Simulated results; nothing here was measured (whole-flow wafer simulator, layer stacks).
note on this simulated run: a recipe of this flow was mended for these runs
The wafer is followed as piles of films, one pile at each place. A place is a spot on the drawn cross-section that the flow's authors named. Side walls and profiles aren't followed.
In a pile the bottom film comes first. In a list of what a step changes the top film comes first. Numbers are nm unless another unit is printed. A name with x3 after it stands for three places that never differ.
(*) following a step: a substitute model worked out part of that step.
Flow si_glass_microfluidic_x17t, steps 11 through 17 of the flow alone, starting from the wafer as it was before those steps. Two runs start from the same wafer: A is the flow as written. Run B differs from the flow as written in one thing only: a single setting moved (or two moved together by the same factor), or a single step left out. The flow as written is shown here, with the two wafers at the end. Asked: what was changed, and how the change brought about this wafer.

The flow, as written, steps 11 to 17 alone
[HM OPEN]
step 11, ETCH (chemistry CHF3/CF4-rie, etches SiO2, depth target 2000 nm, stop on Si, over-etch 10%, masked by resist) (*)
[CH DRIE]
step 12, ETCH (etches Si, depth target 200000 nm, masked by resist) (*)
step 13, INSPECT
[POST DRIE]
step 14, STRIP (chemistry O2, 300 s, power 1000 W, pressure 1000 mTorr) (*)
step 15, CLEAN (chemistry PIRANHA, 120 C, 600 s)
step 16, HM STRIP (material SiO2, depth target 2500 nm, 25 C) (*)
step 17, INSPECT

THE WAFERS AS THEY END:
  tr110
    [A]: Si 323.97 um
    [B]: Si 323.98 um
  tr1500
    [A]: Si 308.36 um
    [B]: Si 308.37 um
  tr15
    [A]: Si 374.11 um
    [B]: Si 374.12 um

The reason: step 11, ETCH: over-etch 5.5% was run, though the flow has over-etch 10%.

Step by step, how the change led to this:
  step 11, ETCH (chemistry CHF3/CF4-rie, etches SiO2, depth target 2000 nm, stop on Si, over-etch 10%, masked by resist) (*)
      tr110, tr1500, tr15: A -2000 SiO2 (all of it), -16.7 Si | B -2000 SiO2 (all of it), -9.17 Si
      land: A -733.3 thick-i-line-resist | B -703.3 thick-i-line-resist
  step 12, ETCH (etches Si, depth target 200000 nm, masked by resist) (*)
      tr1500: A -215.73 um Si | B -215.74 um Si
      tr15: A -149.99 um Si | B -149.98 um Si
